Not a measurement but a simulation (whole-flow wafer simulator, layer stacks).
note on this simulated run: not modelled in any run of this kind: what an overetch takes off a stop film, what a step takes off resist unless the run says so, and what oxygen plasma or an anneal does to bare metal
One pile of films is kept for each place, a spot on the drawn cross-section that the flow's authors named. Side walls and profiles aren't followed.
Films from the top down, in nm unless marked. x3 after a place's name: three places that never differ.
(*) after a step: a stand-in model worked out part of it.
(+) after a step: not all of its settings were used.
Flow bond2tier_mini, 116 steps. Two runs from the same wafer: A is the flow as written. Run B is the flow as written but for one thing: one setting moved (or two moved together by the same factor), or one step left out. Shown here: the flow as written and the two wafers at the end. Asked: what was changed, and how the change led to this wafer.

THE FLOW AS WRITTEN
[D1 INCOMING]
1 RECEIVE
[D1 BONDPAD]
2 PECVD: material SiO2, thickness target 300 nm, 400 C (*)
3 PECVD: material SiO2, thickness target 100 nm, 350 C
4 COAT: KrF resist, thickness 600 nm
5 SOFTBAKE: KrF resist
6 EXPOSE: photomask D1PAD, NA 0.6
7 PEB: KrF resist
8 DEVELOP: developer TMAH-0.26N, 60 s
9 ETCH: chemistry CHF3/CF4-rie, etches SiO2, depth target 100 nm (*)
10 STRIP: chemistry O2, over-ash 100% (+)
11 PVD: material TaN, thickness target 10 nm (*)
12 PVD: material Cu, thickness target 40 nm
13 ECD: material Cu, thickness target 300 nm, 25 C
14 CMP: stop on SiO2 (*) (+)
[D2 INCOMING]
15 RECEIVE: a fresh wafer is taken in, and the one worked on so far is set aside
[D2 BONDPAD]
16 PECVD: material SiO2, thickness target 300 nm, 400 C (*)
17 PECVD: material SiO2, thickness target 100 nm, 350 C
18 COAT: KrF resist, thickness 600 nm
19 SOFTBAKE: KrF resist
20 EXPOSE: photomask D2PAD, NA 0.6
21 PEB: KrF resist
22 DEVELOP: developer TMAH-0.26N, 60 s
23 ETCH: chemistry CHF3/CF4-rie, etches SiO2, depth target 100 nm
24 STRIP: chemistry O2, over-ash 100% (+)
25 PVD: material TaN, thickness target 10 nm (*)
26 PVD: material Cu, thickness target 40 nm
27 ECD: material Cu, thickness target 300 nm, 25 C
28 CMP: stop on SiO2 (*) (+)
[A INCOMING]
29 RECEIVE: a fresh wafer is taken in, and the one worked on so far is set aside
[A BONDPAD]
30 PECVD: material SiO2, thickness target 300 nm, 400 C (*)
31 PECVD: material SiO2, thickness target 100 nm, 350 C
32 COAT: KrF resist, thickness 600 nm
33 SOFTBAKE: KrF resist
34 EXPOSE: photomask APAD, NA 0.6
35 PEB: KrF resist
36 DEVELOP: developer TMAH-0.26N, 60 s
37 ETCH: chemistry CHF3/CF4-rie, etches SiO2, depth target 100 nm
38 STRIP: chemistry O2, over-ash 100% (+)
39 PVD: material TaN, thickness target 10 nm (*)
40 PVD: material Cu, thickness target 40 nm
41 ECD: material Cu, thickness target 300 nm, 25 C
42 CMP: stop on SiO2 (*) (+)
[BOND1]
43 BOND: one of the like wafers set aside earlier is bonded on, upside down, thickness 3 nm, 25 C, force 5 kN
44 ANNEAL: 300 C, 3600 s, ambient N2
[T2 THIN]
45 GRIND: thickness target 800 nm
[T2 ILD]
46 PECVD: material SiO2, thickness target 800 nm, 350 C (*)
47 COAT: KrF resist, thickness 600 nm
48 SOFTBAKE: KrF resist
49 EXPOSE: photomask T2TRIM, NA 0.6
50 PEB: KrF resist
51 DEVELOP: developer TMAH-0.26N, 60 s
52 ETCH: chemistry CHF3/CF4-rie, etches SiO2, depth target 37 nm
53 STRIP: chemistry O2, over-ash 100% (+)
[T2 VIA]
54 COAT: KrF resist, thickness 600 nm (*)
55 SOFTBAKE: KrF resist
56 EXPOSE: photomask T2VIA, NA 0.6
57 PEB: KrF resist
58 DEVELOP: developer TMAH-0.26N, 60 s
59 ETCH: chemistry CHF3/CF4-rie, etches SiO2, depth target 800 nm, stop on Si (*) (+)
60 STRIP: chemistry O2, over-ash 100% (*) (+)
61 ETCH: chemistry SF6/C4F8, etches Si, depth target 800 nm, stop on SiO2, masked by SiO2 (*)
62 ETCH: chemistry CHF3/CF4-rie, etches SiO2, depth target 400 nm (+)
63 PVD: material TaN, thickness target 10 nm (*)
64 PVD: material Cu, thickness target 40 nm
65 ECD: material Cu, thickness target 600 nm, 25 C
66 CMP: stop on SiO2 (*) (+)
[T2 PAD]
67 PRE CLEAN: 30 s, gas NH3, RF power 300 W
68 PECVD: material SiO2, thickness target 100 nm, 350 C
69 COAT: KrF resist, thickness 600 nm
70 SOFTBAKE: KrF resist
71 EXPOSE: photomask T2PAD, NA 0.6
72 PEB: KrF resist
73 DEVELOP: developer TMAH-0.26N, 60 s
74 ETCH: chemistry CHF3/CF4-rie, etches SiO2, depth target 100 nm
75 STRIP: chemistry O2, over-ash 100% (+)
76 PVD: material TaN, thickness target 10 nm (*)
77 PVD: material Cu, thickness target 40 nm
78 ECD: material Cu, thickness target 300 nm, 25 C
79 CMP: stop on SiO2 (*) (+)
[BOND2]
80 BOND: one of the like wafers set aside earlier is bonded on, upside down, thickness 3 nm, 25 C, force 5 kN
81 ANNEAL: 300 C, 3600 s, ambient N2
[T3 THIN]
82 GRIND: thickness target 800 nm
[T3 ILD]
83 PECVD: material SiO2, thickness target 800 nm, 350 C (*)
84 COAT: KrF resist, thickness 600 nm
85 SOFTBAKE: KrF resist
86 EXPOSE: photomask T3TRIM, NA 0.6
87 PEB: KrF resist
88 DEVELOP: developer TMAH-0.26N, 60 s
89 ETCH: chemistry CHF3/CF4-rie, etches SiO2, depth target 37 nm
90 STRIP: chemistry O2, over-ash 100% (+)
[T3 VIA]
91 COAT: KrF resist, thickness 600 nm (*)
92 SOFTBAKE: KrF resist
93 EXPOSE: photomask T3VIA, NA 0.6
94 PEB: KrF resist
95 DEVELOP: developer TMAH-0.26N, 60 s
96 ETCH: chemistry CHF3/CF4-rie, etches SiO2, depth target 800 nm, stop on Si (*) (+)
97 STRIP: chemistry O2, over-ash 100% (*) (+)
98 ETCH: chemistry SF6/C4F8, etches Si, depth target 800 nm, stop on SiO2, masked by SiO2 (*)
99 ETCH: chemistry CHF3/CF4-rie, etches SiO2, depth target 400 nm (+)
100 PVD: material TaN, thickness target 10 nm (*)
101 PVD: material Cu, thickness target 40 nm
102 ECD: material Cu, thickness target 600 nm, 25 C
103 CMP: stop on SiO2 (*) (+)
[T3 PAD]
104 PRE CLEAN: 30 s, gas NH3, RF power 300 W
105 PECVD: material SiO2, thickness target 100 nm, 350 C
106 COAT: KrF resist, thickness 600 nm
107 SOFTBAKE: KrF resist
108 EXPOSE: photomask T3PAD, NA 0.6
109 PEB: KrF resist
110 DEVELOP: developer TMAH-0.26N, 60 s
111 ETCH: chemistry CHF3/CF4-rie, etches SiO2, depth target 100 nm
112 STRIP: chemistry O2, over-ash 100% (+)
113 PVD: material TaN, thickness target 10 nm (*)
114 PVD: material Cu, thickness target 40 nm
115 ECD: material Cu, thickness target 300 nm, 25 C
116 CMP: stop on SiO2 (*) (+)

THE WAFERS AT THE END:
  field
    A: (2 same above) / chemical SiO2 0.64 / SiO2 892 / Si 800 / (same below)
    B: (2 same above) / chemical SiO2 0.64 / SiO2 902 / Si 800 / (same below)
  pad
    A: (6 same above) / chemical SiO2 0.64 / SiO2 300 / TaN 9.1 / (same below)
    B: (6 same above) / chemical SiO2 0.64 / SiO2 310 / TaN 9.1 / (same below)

The cause: step 17, PECVD: thickness target 110 nm was run, where the flow has thickness target 100 nm; step 18, COAT: thickness 660 nm was run, where the flow has thickness 600 nm.

How the change led to this, step by step:
  17 PECVD: material SiO2, thickness target 100 nm, 350 C
      field, pad, via: A SiO2 +100 | B SiO2 +110
  18 COAT: KrF resist, thickness 600 nm
      field, pad, via: A KrF resist +600 (new film) | B KrF resist +660 (new film)
  22 DEVELOP: developer TMAH-0.26N, 60 s
      pad, via: A KrF resist -600 (all of it) | B KrF resist -660 (all of it)
  24 STRIP: chemistry O2, over-ash 100% (+)
      field: A KrF resist -552.9 (all of it) | B KrF resist -612.9 (all of it)
  80 BOND: one of the like wafers set aside earlier is bonded on, upside down, thickness 3 nm, 25 C, force 5 kN
      field: A Si +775 um (new film), chemical SiO2 +0.64 (new film), SiO2 +400 | B Si +775 um (new film), chemical SiO2 +0.64 (new film), SiO2 +410
      pad: A Si +775 um (new film), chemical SiO2 +0.64 (new film), SiO2 +300 (new film), TaN +9.1 (new film), Cu +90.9 | B Si +775 um (new film), chemical SiO2 +0.64 (new film), SiO2 +310 (new film), TaN +9.1 (new film), Cu +90.9
